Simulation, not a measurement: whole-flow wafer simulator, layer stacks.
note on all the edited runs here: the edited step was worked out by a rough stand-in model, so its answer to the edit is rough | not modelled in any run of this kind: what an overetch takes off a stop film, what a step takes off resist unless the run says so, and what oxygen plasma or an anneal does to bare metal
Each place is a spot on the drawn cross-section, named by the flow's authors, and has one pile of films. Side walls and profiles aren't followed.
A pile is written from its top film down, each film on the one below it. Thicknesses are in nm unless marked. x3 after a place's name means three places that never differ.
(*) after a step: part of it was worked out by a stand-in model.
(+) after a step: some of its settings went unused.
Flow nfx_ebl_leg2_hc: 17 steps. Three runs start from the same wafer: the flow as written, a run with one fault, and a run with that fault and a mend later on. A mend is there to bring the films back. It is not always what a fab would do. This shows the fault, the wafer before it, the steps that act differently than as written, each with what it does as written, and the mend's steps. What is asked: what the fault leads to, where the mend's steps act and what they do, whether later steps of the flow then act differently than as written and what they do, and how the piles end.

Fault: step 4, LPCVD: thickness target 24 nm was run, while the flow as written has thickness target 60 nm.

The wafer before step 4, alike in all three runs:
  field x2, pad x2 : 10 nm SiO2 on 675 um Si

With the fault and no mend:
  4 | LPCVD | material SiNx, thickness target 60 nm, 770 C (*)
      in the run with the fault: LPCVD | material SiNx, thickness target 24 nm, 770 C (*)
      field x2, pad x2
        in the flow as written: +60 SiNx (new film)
        in the run with the fault: +24 SiNx (new film)
  Steps further on in the flow that do not act as written:
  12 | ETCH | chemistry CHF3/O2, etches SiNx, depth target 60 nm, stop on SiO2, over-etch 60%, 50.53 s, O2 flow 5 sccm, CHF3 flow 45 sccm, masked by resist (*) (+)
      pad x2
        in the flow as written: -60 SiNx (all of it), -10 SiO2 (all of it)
        in the run with the fault: -24 SiNx (all of it), -10 SiO2 (all of it)
  At field x2, the piles at the end differ from the flow's by more than 2% or 0.5 nm, whichever is larger.
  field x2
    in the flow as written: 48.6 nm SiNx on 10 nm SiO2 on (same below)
    in the run with the fault: 12.6 nm SiNx on 10 nm SiO2 on (same below)

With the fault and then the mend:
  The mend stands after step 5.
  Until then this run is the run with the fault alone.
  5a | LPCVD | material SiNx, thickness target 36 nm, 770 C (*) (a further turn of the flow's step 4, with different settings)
      field x2, pad x2
        +36 SiNx
  Later steps of the flow that are run all act as written at every place that is followed.
  At every place that both follow, the piles at the end match the flow's.
